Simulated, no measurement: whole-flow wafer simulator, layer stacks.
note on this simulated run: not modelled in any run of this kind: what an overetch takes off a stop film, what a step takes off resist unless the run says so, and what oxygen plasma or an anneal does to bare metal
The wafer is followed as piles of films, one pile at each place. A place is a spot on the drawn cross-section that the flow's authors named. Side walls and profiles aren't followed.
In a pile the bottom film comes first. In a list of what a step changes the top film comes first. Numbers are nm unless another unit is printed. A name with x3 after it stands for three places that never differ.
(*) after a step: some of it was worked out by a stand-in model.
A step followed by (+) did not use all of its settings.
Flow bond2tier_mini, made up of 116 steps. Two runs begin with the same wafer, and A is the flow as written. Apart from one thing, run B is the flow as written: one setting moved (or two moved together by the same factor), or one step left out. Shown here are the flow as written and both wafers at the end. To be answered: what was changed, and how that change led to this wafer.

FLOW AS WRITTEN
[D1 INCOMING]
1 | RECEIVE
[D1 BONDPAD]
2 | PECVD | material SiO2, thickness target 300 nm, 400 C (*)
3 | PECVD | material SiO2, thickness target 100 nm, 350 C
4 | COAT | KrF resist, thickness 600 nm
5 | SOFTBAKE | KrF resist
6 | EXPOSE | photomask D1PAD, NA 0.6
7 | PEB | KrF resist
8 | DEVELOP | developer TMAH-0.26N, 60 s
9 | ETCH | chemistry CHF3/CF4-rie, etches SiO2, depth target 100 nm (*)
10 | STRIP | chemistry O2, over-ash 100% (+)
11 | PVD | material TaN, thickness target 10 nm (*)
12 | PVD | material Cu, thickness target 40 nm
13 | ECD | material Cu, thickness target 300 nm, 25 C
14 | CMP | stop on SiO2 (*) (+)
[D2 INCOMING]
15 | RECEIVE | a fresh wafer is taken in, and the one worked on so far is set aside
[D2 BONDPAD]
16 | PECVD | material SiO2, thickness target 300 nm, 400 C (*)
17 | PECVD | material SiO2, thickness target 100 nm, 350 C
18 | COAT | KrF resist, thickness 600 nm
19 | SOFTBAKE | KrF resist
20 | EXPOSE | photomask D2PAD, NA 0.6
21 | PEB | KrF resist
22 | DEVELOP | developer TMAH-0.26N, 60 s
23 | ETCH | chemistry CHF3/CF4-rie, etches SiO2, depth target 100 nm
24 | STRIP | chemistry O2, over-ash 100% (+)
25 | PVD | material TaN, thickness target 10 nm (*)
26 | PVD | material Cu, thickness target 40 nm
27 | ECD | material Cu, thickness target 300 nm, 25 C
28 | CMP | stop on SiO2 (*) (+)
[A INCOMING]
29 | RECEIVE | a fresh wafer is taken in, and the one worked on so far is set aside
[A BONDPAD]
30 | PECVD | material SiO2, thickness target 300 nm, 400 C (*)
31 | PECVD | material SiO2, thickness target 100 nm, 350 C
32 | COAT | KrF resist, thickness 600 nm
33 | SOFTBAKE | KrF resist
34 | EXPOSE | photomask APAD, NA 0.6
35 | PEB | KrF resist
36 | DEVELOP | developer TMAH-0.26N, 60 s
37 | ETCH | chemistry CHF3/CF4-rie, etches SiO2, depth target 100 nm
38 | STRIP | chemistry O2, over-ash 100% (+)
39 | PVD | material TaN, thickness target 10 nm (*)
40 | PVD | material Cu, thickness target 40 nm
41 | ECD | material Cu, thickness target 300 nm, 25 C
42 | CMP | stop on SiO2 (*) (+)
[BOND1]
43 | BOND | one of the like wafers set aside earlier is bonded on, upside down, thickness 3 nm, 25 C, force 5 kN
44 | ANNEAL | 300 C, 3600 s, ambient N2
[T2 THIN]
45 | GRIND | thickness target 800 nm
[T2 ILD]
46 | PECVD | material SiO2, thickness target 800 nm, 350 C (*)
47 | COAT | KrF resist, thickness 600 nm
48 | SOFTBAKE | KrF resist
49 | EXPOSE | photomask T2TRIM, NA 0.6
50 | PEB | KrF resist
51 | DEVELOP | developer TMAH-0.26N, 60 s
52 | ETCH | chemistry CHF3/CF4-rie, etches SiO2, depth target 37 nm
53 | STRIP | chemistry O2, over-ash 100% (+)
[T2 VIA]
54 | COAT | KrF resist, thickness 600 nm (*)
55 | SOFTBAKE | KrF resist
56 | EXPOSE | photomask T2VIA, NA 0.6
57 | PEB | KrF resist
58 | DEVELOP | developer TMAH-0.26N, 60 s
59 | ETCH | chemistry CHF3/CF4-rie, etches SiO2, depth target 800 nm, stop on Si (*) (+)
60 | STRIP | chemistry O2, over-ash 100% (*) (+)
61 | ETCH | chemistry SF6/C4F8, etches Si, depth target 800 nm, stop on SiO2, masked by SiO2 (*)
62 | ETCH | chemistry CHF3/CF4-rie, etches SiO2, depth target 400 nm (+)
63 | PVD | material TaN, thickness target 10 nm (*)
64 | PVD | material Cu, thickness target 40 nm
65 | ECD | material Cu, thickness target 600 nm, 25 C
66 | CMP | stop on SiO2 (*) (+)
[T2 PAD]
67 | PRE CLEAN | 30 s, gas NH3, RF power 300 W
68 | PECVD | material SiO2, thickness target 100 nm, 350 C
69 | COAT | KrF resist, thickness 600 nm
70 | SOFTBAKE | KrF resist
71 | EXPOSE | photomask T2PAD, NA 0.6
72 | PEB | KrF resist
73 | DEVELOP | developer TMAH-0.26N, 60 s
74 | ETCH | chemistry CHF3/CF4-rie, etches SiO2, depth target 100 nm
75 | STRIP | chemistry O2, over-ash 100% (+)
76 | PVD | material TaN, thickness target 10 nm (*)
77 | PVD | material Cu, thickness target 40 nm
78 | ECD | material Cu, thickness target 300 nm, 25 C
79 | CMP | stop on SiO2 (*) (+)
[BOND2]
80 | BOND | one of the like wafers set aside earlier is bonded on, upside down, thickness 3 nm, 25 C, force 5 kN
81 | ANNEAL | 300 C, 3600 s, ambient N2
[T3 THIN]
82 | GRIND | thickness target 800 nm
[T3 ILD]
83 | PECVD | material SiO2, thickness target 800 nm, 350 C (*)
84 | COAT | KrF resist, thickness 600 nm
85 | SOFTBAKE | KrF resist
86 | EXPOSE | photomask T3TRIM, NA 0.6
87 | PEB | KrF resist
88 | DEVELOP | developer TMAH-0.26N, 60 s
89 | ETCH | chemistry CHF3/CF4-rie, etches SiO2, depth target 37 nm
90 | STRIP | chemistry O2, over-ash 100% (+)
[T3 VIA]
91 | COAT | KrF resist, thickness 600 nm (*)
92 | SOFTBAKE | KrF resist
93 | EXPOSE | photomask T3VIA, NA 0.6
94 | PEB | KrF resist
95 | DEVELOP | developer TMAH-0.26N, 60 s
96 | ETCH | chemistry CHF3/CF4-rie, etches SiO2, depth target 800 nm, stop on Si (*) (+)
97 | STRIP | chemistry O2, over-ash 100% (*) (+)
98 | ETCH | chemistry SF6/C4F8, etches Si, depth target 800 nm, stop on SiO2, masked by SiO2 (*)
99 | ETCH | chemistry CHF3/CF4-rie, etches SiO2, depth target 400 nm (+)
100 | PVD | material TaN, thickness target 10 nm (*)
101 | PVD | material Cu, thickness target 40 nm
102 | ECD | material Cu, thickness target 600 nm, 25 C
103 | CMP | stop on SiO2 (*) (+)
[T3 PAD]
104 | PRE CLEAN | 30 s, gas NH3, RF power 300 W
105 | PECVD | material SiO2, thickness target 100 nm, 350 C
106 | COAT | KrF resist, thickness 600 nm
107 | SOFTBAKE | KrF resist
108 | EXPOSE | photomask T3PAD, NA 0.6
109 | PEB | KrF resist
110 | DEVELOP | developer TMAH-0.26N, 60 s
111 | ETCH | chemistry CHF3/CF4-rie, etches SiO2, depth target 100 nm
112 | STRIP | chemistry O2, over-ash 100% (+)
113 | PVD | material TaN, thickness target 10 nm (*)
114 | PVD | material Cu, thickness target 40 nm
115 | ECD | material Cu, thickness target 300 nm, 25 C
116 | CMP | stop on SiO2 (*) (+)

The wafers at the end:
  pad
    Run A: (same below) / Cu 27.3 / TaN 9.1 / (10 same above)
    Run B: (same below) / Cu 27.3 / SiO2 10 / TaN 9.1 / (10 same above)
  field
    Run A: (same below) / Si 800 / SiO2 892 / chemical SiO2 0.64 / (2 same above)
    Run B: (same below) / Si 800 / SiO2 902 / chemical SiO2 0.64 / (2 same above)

What caused this: step 68, PECVD: thickness target 110 nm was run, whereas the flow has thickness target 100 nm.

The path from the change to this, step by step:
  68 | PECVD | material SiO2, thickness target 100 nm, 350 C
      field: A +100 SiO2 | B +110 SiO2
      pad: A +100 SiO2 (new film) | B +110 SiO2 (new film)
  74 | ETCH | chemistry CHF3/CF4-rie, etches SiO2, depth target 100 nm
      pad: A -100 SiO2 (all of it) | B -100 SiO2
Taking metal films that touch as one body, pad has 4 bodies (between them, from the top down: SiO2 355 / Si 800 / chemical SiO2 0.64 / SiO2 300; SiO2 10; SiO2 355 / Si 800 / chemical SiO2 0.64 / SiO2 300); the flow as written gives 3 bodies (between them, from the top down: SiO2 355 / Si 800 / chemical SiO2 0.64 / SiO2 300; SiO2 355 / Si 800 / chemical SiO2 0.64 / SiO2 300).
